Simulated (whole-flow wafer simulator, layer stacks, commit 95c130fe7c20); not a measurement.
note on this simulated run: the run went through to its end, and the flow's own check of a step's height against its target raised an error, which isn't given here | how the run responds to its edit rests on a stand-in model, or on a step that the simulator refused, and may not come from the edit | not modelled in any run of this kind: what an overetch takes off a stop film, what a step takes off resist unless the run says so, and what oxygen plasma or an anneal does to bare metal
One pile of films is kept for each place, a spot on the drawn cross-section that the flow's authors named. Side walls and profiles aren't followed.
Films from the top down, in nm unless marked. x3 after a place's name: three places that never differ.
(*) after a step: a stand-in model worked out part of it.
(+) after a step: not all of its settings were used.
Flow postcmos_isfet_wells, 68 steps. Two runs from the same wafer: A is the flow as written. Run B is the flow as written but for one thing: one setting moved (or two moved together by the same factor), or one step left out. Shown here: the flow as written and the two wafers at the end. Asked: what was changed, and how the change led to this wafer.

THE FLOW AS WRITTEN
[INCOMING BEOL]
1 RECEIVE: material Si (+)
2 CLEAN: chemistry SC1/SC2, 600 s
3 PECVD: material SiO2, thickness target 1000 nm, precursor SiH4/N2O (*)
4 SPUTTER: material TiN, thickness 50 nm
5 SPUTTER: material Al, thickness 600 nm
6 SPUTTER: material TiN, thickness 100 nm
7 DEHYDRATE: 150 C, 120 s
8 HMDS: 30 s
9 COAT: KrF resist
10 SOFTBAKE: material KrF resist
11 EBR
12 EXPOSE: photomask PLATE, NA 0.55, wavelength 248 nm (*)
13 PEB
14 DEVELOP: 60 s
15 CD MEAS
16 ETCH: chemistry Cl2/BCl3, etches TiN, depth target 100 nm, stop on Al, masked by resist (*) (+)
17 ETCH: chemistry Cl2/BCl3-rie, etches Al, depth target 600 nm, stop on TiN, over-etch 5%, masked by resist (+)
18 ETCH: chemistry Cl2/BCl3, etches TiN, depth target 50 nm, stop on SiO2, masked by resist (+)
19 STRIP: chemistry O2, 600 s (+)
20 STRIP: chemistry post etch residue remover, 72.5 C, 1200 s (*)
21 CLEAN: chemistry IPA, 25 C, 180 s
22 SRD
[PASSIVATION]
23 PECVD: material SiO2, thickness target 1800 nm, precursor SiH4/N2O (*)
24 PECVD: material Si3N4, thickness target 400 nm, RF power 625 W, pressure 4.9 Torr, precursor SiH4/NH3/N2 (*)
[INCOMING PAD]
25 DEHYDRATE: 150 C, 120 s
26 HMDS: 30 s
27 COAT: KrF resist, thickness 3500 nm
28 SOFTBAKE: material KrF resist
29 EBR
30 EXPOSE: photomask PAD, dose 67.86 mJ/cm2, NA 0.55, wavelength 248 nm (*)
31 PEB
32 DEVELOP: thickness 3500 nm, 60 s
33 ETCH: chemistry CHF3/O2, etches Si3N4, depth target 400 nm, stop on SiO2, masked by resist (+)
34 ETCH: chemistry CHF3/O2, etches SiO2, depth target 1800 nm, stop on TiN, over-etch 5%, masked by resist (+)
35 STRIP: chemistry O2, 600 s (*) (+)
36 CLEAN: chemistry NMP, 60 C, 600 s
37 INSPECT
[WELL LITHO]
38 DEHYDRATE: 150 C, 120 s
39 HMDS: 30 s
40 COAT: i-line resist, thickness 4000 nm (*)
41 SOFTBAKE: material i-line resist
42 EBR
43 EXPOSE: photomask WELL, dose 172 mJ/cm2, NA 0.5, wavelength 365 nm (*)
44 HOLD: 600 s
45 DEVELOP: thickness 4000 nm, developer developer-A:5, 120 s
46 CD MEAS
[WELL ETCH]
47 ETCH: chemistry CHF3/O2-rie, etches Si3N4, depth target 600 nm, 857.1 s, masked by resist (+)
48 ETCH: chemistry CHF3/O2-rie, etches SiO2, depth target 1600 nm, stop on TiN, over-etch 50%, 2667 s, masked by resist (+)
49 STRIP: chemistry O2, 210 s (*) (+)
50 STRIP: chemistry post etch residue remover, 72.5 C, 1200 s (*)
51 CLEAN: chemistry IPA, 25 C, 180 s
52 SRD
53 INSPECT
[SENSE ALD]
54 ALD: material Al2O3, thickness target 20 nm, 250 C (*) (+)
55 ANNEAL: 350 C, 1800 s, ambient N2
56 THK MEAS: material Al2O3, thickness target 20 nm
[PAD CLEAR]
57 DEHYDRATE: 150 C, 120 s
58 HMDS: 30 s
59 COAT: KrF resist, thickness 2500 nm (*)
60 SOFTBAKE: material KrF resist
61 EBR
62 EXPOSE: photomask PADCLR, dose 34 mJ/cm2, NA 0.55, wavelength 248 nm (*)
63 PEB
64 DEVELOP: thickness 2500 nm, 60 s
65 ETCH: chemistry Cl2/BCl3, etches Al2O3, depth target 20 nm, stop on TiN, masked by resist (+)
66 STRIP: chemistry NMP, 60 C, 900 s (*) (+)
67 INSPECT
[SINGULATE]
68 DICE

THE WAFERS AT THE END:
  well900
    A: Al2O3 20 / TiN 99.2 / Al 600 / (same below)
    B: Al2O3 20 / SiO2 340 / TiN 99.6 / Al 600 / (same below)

The cause: step 48, ETCH: depth target 840 nm was run, where the flow has depth target 1600 nm.

How the change led to this, step by step:
  48 ETCH: chemistry CHF3/O2-rie, etches SiO2, depth target 1600 nm, stop on TiN, over-etch 50%, 2667 s, masked by resist (+)
      well900, well1300 x3: A SiO2 -1600 (all of it) | B SiO2 -1260
      field, margin, pad_rim, pad_clr, pad_open: A i-line resist -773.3 | B i-line resist -406
  49 STRIP: chemistry O2, 210 s (*) (+)
      field, margin, pad_rim: A i-line resist -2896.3 (all of it) | B i-line resist -3263.7 (all of it)
      pad_clr: A i-line resist -1996.5 (all of it) | B i-line resist -2363.8 (all of it)
      (and at 1 more place)
  59 COAT: KrF resist, thickness 2500 nm (*)
      field: A KrF resist +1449 (new film) | B KrF resist +1611.6 (new film)
      margin: A KrF resist +1448.9 (new film) | B KrF resist +1611.5 (new film)
  63 PEB
      field, margin: A KrF resist -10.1 | B KrF resist -11.3
  66 STRIP: chemistry NMP, 60 C, 900 s (*) (+)
      field: A KrF resist -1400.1 (all of it) | B KrF resist -1561.6 (all of it)
      margin: A KrF resist -1400.1 (all of it) | B KrF resist -1561.5 (all of it)
